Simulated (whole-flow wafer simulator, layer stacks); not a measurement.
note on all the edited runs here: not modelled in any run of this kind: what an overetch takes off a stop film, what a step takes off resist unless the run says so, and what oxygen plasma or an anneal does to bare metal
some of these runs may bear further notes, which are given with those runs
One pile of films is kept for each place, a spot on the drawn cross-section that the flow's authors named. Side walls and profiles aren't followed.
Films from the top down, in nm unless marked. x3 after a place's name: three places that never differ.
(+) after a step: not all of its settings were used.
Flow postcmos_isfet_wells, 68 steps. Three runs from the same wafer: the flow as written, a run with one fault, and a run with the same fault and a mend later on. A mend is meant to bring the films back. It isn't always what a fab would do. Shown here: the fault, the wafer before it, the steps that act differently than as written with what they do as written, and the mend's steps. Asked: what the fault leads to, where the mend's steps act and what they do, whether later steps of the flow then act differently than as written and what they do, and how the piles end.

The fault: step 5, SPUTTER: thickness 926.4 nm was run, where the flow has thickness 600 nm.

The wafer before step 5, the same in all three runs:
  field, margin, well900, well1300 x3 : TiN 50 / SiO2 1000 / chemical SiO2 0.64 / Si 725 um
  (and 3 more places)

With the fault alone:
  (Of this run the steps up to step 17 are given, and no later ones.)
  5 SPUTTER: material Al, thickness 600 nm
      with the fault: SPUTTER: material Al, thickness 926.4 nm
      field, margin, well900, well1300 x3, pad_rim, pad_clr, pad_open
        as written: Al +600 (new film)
        with the fault: Al +926.4 (new film)
  Later steps of the flow that act differently than as written:
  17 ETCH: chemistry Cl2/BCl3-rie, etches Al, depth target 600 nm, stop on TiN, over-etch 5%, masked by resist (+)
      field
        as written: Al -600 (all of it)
        with the fault: Al -600
  After step 17 the piles differ from the flow's by more than 2% or 0.5 nm, whichever is larger, at field, margin, well900, well1300 x3, pad_rim, pad_clr, pad_open.
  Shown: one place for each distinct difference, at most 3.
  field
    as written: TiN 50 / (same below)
    with the fault: Al 326.4 / TiN 50 / (same below)
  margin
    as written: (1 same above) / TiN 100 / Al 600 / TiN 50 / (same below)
    with the fault: (1 same above) / TiN 100 / Al 926.4 / TiN 50 / (same below)

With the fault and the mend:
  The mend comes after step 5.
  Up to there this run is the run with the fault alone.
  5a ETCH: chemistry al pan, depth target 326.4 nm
      field, margin, well900, well1300 x3, pad_rim, pad_clr, pad_open
        Al -326.4
  No later step of the flow acts differently than as written at any place that is followed.
  At the end the piles are the same as the flow's at every place that both follow.
